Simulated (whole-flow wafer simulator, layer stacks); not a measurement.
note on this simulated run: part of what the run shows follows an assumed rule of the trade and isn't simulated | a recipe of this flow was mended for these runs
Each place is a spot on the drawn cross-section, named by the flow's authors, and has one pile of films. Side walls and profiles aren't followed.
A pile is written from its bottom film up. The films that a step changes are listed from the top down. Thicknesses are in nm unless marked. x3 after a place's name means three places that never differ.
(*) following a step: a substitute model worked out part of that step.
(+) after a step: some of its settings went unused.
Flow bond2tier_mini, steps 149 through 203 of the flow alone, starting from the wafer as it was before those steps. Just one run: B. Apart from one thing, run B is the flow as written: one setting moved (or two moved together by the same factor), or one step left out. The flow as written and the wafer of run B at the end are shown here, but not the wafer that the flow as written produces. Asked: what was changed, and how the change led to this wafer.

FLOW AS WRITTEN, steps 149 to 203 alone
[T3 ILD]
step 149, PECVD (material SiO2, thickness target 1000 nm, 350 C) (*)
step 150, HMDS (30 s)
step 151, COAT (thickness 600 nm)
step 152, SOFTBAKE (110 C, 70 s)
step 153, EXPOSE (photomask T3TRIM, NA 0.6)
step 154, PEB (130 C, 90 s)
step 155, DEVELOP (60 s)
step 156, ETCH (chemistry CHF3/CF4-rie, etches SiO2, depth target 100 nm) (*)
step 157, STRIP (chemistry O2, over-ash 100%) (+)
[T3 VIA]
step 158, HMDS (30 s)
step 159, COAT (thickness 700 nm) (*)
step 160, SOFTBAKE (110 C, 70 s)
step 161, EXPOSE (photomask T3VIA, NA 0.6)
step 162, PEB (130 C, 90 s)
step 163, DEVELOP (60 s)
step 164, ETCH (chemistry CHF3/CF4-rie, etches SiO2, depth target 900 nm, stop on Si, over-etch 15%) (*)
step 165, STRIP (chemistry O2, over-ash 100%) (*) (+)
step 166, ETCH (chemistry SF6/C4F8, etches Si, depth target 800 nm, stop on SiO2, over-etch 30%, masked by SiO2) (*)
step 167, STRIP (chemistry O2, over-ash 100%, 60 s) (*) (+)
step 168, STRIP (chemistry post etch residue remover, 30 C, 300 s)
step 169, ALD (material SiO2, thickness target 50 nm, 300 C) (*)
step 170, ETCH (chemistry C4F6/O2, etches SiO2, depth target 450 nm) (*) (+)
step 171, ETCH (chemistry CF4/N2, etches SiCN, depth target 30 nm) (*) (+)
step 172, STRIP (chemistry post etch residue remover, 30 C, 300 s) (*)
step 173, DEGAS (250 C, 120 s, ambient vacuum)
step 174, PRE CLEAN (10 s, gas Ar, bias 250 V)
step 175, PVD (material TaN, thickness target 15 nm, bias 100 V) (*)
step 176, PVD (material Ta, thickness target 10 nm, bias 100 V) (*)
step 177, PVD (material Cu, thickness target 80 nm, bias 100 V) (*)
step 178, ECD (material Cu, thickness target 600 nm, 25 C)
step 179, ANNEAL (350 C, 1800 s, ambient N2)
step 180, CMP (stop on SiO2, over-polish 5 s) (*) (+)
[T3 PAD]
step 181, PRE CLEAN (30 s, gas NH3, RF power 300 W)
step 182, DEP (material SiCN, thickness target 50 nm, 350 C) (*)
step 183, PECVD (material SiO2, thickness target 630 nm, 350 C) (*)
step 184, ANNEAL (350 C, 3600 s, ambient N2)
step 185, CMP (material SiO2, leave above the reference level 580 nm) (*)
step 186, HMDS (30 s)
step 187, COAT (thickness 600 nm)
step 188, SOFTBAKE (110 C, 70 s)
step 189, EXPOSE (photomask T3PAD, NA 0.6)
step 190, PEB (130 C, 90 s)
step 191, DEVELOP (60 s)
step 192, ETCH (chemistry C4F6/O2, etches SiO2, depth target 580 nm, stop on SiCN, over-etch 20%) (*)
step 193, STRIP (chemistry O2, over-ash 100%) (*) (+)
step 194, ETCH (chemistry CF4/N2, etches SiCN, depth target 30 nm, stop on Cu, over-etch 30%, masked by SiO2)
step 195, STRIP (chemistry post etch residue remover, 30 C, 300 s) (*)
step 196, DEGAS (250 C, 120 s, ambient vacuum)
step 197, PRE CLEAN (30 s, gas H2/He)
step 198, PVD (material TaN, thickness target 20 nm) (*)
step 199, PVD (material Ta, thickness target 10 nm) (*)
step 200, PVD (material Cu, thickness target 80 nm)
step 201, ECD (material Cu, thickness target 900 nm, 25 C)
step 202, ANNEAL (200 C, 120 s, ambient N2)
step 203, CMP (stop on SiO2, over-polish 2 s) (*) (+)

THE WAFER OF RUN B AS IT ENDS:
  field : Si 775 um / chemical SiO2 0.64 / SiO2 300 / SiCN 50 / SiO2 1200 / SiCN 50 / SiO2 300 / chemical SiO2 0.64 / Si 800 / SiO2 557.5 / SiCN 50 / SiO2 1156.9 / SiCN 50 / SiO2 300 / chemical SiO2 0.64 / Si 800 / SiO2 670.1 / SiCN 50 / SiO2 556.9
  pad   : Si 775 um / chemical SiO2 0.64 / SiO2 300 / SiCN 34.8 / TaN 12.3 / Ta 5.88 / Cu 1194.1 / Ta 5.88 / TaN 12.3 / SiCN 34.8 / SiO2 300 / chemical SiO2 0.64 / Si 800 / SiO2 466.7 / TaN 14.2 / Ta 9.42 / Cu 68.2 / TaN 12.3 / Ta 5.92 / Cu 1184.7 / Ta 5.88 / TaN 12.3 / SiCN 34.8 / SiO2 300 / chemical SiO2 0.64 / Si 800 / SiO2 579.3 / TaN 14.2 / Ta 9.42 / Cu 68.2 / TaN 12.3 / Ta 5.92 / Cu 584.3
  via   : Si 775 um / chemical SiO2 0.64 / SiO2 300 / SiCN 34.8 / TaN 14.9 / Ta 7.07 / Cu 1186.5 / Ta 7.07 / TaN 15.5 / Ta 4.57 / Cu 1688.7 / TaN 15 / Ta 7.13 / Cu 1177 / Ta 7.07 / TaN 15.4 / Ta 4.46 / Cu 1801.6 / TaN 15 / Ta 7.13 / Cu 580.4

What caused this: step 149, PECVD: thickness target 1113 nm was run, though the flow has thickness target 1000 nm.

How this came from the change, step by step:
  step 149, PECVD (material SiO2, thickness target 1000 nm, 350 C) (*)
      field, pad, via: +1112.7 SiO2 (new film) (it would be, as written: +1000 SiO2 (new film))
  step 164, ETCH (chemistry CHF3/CF4-rie, etches SiO2, depth target 900 nm, stop on Si, over-etch 15%) (*)
      via: -1012.7 SiO2 (all of it), -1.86 Si (it would be, as written: -900 SiO2 (all of it), -11.2 Si)
  step 177, PVD (material Cu, thickness target 80 nm, bias 100 V) (*)
      via: +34 Cu (new film) (it would be, as written: +35 Cu (new film))
  step 178, ECD (material Cu, thickness target 600 nm, 25 C)
      via: +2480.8 Cu (it would be, as written: +2367 Cu)
